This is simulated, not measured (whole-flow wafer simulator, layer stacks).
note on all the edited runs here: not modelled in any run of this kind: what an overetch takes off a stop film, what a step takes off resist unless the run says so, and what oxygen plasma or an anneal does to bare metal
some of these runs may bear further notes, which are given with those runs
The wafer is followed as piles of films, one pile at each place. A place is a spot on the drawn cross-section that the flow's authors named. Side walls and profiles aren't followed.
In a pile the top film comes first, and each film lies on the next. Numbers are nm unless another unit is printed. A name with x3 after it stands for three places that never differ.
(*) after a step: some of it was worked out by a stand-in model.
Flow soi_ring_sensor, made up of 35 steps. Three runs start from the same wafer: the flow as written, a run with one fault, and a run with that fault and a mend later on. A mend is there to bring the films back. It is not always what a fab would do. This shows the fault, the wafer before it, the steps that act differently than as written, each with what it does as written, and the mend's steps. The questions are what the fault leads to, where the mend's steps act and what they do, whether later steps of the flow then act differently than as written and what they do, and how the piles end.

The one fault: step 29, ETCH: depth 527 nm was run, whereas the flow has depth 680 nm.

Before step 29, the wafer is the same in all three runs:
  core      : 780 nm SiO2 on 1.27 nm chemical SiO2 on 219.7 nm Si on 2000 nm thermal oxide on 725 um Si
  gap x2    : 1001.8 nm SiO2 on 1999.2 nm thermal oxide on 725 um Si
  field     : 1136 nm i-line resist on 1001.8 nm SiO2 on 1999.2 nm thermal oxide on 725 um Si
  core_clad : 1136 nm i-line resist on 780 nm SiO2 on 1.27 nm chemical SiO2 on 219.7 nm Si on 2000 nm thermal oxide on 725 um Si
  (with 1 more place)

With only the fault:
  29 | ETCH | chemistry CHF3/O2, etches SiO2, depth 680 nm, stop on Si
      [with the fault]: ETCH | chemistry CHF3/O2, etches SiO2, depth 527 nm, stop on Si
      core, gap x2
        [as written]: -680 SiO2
        [with the fault]: -527 SiO2
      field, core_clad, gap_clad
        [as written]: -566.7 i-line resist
        [with the fault]: -439.2 i-line resist
  Steps further on in the flow that do not act as written:
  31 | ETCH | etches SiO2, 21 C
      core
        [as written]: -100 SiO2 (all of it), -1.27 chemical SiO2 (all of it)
        [with the fault]: -253 SiO2 (all of it), -1.27 chemical SiO2 (all of it)
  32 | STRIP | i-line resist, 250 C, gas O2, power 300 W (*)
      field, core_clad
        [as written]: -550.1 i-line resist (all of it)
        [with the fault]: -677.6 i-line resist (all of it)
  When the end is reached, the piles differ only a little from the flow's at the places that both follow, at most by 2% or 0.5 nm, whichever is larger.

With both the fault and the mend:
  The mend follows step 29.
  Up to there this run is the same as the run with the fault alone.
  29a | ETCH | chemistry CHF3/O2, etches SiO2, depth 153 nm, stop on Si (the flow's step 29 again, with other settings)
      core, gap x2
        -153 SiO2
      field, core_clad, gap_clad
        -127.5 i-line resist
  Every later step of the flow that is run acts as written at every place that is followed.
  By the end, the piles equal the flow's at every place that both follow.
